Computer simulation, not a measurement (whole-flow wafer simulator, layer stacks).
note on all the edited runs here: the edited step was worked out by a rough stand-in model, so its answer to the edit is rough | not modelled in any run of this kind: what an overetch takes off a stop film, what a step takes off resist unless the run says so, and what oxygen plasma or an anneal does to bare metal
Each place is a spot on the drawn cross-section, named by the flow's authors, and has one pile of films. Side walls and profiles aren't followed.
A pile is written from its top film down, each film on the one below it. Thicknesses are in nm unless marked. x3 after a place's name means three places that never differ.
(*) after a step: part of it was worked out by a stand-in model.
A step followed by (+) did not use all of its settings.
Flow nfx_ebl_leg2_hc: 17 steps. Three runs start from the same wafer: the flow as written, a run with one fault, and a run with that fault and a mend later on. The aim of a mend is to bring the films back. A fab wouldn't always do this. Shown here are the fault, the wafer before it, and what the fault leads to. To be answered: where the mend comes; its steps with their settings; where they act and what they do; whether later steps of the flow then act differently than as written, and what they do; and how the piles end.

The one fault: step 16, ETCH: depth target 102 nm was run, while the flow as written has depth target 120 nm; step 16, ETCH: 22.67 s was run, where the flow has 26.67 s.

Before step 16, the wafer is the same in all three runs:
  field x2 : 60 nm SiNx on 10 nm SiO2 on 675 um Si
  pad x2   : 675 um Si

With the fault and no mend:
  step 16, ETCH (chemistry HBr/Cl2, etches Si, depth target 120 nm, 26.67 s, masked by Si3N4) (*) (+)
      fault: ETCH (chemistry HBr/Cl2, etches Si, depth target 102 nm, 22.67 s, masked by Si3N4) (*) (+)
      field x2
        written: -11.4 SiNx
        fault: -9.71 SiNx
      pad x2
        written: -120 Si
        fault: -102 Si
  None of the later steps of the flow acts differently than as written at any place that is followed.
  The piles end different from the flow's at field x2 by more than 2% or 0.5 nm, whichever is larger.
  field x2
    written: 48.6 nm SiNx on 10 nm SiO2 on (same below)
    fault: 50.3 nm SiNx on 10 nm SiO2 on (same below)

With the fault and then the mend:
  The mend follows step 17.
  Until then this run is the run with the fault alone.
  step 17a, ETCH (chemistry HBr/Cl2, etches Si, depth target 18 nm, 4 s, masked by Si3N4) (*) (+) (a further turn of the flow's step 16, with different settings)
      field x2
        -1.71 SiNx
      pad x2
        -18 Si
  None of the later steps of the flow acts differently than as written at any place that is followed.
  At every place that both follow, the piles at the end match the flow's.
